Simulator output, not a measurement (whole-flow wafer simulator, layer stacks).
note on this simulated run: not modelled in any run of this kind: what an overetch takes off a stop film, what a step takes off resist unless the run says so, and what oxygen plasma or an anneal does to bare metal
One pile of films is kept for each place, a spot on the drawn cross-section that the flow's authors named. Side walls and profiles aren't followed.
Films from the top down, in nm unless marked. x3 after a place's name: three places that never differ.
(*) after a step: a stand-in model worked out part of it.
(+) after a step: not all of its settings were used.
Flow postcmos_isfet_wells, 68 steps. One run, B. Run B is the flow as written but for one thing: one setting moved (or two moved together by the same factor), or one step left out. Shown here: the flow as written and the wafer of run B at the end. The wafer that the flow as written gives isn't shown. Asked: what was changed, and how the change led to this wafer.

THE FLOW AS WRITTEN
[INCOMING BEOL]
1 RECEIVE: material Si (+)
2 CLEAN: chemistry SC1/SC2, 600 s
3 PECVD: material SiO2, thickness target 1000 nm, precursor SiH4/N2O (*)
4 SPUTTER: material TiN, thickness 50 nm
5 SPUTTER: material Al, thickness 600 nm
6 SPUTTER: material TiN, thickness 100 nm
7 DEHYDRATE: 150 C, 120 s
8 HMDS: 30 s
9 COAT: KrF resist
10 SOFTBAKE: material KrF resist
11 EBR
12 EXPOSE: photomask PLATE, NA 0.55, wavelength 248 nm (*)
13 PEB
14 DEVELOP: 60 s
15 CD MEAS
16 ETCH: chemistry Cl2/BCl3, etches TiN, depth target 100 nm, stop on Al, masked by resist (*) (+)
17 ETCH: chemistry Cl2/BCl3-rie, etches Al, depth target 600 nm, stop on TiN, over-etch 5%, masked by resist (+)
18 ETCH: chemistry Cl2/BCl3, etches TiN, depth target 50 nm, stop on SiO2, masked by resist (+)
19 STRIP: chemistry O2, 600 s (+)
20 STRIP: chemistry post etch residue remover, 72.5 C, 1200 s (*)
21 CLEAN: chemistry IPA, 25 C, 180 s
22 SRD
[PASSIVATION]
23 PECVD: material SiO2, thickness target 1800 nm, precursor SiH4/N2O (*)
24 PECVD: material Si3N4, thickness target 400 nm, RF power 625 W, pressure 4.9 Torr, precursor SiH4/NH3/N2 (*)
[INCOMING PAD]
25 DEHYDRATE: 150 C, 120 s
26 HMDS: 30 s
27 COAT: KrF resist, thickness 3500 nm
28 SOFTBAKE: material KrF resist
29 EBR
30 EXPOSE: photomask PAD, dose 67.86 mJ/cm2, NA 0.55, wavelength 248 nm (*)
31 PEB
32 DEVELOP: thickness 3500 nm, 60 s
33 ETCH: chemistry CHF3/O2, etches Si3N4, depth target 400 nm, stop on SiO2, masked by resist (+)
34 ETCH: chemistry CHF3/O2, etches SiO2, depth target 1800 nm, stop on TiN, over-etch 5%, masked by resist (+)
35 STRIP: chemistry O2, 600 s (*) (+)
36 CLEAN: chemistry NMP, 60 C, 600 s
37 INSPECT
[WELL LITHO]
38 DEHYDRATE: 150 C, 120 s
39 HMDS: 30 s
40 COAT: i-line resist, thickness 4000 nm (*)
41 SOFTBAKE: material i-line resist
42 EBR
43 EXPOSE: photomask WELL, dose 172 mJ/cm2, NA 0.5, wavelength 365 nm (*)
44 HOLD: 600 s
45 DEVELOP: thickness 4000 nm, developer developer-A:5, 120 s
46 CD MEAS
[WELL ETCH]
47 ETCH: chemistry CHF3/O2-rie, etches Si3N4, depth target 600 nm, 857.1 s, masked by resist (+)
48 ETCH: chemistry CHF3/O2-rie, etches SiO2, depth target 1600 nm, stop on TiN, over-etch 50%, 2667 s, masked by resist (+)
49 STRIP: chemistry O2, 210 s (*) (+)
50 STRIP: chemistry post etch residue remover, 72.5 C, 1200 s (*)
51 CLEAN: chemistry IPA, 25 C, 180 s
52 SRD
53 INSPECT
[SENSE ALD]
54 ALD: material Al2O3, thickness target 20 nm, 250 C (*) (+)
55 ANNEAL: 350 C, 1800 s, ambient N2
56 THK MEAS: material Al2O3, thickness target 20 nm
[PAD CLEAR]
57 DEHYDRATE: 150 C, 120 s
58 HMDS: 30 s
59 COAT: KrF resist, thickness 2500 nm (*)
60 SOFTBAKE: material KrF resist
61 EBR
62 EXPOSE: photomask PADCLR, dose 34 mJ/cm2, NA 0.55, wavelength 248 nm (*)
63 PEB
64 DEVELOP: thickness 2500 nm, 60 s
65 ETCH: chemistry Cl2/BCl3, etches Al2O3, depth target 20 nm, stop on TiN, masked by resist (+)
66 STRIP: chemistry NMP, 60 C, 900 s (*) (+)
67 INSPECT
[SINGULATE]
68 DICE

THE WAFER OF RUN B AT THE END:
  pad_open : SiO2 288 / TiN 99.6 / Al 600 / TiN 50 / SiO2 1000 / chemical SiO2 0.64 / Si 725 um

The cause: step 34, ETCH: depth target 1512 nm was run, where the flow has depth target 1800 nm.

How the change led to this, step by step:
  34 ETCH: chemistry CHF3/O2, etches SiO2, depth target 1800 nm, stop on TiN, over-etch 5%, masked by resist (+)
      pad_open: SiO2 -1512 (as written it would be: SiO2 -1800 (all of it))
      field, margin, well900, well1300 x3, pad_rim, pad_clr: KrF resist -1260 (as written it would be: KrF resist -1500)
  35 STRIP: chemistry O2, 600 s (*) (+)
      field, margin, well900, well1300 x3, pad_rim, pad_clr: KrF resist -1853.3 (all of it) (as written it would be: KrF resist -1613.3 (all of it))
  40 COAT: i-line resist, thickness 4000 nm (*)
      pad_clr: i-line resist +3347.5 (new film) (as written it would be: i-line resist +3256.8 (new film))
      pad_open: i-line resist +4700.9 (new film) (as written it would be: i-line resist +4804.7 (new film))
  41 SOFTBAKE: material i-line resist
      pad_clr: i-line resist -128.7 (as written it would be: i-line resist -156.7)
      pad_open: i-line resist +102.5 (as written it would be: i-line resist +115.3)
  49 STRIP: chemistry O2, 210 s (*) (+)
      pad_clr: i-line resist -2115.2 (all of it) (as written it would be: i-line resist -1996.5 (all of it))
      pad_open: i-line resist -3699.7 (all of it) (as written it would be: i-line resist -3816.3 (all of it))
  59 COAT: KrF resist, thickness 2500 nm (*)
      pad_rim: KrF resist +2042 (new film) (as written it would be: KrF resist +1976.4 (new film))
      pad_clr: KrF resist +1788.6 (new film) (as written it would be: KrF resist +1691.6 (new film))
      (and at 1 more place)
  63 PEB
      pad_clr: KrF resist -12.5 (as written it would be: KrF resist -11.8)
  64 DEVELOP: thickness 2500 nm, 60 s
      pad_clr: KrF resist -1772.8 (all of it) (as written it would be: KrF resist -1676 (all of it))
      pad_open: KrF resist -2973 (all of it) (as written it would be: KrF resist -3045.1 (all of it))
  66 STRIP: chemistry NMP, 60 C, 900 s (*) (+)
      pad_rim: KrF resist -1988.7 (all of it) (as written it would be: KrF resist -1923.7 (all of it))
